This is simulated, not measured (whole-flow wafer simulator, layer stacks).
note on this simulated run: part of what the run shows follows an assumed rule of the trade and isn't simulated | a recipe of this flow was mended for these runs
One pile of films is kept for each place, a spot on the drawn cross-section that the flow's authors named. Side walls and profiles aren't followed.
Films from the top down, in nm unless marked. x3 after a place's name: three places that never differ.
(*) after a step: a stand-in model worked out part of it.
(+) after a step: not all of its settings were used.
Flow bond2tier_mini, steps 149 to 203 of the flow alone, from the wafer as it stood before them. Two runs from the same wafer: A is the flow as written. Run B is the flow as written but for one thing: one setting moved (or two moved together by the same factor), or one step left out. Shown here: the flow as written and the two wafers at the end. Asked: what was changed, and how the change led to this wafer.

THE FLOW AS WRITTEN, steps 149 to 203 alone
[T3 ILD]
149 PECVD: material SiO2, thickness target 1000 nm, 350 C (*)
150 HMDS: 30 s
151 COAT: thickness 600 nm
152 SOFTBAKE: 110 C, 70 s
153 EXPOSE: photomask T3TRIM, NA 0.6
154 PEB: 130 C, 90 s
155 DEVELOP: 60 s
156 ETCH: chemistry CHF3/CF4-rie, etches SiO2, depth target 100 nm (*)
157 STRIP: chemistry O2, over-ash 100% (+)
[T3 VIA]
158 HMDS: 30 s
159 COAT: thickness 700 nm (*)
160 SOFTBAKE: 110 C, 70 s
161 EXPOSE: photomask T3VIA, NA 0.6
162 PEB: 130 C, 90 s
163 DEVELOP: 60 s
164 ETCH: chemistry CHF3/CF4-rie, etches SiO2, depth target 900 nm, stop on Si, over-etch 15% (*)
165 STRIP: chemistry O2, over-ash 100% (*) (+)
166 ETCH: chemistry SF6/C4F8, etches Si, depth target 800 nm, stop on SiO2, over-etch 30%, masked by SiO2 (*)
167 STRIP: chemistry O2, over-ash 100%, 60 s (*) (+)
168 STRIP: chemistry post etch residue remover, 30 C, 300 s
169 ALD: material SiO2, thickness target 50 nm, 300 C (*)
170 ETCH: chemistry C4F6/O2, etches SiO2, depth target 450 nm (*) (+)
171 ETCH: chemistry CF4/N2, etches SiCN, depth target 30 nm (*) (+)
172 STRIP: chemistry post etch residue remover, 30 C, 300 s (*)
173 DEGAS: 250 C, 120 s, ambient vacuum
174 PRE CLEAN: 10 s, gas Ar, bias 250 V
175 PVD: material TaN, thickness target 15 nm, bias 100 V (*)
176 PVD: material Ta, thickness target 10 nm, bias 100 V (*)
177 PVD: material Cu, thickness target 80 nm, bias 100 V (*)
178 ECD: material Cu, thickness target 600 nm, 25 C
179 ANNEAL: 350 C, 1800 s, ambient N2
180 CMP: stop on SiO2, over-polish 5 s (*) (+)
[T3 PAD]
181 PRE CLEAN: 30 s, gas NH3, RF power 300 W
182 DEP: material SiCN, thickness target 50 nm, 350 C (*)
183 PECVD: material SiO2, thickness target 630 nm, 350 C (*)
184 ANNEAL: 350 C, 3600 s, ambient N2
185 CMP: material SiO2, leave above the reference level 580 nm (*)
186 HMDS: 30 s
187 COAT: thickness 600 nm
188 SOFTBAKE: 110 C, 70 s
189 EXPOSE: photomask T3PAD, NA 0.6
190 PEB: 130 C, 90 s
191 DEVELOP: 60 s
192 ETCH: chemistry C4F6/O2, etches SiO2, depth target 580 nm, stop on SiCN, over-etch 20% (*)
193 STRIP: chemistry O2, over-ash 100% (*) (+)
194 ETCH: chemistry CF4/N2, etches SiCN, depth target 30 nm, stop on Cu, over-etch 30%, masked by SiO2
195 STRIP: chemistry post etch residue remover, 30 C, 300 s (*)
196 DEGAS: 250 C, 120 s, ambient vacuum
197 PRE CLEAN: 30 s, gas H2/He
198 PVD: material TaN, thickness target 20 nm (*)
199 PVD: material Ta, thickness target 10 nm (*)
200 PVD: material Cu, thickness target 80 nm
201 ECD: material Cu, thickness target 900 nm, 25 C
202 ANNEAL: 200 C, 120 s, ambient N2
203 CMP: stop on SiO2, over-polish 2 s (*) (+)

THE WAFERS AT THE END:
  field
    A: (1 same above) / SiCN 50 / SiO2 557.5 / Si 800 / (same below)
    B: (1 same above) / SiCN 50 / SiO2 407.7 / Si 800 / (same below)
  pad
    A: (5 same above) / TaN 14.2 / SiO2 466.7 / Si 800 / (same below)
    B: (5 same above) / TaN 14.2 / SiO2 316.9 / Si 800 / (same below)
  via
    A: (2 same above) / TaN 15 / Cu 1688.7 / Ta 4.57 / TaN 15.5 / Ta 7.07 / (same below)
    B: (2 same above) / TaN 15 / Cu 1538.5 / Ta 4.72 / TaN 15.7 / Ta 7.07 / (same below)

The cause: step 149, PECVD: thickness target 850 nm was run, where the flow has thickness target 1000 nm.

How the change led to this, step by step:
  149 PECVD: material SiO2, thickness target 1000 nm, 350 C (*)
      field, pad, via: A SiO2 +1000 (new film) | B SiO2 +850 (new film)
  164 ETCH: chemistry CHF3/CF4-rie, etches SiO2, depth target 900 nm, stop on Si, over-etch 15% (*)
      field, pad: A thick-KrF-resist -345 | B thick-KrF-resist -287.5
      via: A SiO2 -900 (all of it), Si -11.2 | B SiO2 -750 (all of it), Si -23.8
  165 STRIP: chemistry O2, over-ash 100% (*) (+)
      field: A thick-KrF-resist -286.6 (all of it) | B thick-KrF-resist -344.1 (all of it)
      pad: A thick-KrF-resist -372.9 (all of it) | B thick-KrF-resist -430.4 (all of it)
  177 PVD: material Cu, thickness target 80 nm, bias 100 V (*)
      via: A Cu +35 (new film) | B Cu +36.3 (new film)
  178 ECD: material Cu, thickness target 600 nm, 25 C
      via: A Cu +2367 | B Cu +2215.5
